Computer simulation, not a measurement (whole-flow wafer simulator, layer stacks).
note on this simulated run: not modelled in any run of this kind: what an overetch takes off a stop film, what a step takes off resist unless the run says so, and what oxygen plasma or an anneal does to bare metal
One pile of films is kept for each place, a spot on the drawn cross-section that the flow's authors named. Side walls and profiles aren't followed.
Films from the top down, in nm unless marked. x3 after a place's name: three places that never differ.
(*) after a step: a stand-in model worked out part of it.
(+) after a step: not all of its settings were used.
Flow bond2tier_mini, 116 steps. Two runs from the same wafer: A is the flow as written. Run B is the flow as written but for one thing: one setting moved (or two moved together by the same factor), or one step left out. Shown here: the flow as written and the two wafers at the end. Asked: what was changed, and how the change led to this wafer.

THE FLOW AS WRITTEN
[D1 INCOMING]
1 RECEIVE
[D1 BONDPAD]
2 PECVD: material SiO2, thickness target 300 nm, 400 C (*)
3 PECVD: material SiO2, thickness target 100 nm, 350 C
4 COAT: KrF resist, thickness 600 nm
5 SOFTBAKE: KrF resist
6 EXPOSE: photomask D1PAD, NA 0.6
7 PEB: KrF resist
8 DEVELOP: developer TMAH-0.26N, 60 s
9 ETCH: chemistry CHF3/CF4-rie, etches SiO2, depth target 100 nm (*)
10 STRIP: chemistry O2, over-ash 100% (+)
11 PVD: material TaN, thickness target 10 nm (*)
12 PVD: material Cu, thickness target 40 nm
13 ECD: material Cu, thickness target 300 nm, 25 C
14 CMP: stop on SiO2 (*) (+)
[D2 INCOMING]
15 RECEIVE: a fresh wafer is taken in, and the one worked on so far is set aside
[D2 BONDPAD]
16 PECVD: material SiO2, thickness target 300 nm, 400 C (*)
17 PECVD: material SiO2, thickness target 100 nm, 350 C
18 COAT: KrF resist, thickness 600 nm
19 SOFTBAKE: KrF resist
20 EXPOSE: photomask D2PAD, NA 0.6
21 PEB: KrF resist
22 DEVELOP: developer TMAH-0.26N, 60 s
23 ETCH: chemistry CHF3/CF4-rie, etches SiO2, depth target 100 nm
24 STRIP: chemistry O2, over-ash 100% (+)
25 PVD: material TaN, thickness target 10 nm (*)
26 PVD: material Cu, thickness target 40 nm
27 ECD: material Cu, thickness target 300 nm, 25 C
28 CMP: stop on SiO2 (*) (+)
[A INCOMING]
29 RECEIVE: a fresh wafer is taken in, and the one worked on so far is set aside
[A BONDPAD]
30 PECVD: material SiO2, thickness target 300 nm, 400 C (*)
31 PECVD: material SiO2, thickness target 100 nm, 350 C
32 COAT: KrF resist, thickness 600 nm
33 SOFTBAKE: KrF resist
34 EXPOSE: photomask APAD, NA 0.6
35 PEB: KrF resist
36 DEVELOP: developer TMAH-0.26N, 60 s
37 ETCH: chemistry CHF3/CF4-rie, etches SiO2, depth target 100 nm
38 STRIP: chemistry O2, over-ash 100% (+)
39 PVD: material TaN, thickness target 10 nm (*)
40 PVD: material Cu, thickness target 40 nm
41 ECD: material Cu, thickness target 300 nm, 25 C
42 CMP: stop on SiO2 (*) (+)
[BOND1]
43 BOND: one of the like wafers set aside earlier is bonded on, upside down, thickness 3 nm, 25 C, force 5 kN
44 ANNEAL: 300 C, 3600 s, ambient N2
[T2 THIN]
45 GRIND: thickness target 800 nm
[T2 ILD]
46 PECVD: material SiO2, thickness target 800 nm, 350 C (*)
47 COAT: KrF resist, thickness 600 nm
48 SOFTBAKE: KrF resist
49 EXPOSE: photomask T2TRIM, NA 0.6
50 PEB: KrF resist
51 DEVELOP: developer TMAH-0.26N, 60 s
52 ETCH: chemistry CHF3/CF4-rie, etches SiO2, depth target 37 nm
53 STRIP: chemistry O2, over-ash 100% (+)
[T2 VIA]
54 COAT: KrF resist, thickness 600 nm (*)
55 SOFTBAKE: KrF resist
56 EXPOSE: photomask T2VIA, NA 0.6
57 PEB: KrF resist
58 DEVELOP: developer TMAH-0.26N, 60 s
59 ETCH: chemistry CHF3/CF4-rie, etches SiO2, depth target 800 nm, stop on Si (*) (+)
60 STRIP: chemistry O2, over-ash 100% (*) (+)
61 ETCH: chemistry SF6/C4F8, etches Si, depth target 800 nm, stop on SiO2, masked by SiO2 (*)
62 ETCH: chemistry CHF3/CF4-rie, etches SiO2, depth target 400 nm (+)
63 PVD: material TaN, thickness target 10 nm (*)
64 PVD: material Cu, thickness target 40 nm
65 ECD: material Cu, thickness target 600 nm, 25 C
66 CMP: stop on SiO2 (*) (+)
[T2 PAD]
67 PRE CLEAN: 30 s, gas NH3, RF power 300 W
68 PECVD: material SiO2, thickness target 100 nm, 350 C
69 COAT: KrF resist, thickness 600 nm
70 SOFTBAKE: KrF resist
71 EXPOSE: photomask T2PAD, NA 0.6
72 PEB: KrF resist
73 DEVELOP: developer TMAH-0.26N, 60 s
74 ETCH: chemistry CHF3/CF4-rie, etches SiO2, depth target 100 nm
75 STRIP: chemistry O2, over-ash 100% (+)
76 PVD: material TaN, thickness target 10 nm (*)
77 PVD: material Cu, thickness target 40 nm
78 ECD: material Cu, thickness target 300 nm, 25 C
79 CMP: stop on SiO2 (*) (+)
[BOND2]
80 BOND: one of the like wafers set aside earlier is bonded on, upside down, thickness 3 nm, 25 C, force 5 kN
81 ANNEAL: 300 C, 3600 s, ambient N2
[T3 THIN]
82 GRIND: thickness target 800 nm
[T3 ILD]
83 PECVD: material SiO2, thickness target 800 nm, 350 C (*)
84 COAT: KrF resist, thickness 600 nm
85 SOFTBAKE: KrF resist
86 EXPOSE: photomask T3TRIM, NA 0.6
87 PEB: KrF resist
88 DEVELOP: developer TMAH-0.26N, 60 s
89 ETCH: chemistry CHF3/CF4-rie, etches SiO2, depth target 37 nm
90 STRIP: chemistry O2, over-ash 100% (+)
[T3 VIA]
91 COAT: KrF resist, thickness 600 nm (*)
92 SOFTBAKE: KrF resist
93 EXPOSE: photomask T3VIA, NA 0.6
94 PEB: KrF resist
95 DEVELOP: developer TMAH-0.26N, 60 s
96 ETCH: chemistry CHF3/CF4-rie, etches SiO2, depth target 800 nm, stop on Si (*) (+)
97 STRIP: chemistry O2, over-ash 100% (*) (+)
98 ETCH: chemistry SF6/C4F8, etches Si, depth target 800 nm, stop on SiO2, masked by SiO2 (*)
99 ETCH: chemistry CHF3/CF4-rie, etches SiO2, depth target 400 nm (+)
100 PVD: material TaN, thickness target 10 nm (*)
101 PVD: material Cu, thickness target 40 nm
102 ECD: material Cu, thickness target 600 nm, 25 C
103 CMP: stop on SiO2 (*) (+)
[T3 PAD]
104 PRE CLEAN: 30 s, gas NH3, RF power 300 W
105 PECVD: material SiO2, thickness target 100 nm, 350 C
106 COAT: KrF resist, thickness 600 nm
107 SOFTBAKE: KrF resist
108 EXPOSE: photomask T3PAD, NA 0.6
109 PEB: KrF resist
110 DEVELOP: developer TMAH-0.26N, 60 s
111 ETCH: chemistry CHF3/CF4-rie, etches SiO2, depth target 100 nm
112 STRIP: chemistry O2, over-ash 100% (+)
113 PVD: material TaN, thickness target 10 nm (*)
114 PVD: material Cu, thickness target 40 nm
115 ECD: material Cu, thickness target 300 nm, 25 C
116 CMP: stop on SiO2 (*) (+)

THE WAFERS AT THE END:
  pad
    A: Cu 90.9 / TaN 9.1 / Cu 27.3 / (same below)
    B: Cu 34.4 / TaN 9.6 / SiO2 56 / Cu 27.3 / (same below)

The cause: step 111, ETCH: depth target 44 nm was run, where the flow has depth target 100 nm.

How the change led to this, step by step:
  111 ETCH: chemistry CHF3/CF4-rie, etches SiO2, depth target 100 nm
      pad: A SiO2 -100 (all of it) | B SiO2 -44
      field: A KrF resist -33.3 | B KrF resist -14.7
  112 STRIP: chemistry O2, over-ash 100% (+)
      field: A KrF resist -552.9 (all of it) | B KrF resist -571.6 (all of it)
  114 PVD: material Cu, thickness target 40 nm
      pad: A Cu +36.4 (new film) | B Cu +38.4 (new film)
  115 ECD: material Cu, thickness target 300 nm, 25 C
      pad: A Cu +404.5 | B Cu +346
Counting metal films that touch as one body, pad has 4 bodies (between them, from the top down: SiO2 56; SiO2 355 / Si 800 / chemical SiO2 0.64 / SiO2 300; SiO2 355 / Si 800 / chemical SiO2 0.64 / SiO2 300); the flow as written gives 3 bodies (between them, from the top down: SiO2 355 / Si 800 / chemical SiO2 0.64 / SiO2 300; SiO2 355 / Si 800 / chemical SiO2 0.64 / SiO2 300).
